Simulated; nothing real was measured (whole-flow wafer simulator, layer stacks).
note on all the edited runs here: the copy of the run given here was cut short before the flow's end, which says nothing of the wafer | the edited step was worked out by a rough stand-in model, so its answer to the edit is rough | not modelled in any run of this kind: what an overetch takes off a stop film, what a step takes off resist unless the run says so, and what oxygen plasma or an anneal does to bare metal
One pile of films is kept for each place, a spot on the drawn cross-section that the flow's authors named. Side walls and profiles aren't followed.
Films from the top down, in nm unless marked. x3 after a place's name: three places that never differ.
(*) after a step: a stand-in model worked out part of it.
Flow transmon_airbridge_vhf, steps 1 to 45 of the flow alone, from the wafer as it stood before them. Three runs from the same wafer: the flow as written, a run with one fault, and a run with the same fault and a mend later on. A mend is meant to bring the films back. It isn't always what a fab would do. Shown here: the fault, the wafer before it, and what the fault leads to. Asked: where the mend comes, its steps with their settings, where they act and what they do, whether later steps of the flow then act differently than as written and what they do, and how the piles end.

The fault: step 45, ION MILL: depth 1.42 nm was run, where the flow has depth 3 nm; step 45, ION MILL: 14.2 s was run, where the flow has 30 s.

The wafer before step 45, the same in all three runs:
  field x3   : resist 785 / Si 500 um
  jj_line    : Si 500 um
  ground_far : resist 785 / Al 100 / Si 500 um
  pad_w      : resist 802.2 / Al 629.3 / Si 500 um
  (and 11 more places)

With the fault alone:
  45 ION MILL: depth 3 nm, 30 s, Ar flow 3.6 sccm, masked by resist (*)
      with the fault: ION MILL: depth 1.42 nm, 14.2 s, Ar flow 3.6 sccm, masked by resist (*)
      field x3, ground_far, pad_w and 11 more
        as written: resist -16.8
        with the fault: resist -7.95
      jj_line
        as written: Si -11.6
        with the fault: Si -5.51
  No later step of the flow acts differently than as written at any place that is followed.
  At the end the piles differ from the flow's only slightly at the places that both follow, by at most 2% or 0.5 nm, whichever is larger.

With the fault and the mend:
  The mend comes after step 45.
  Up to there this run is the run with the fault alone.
  45a ION MILL: depth 1.58 nm, 15.8 s, Ar flow 3.6 sccm, masked by resist (*) (the flow's step 45 once more, with other settings)
      field x3, ground_far, pad_w and 11 more
        resist -8.84
      jj_line
        Si -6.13
  No later step of the flow acts differently than as written at any place that is followed.
  At the end the piles are the same as the flow's at every place that both follow.
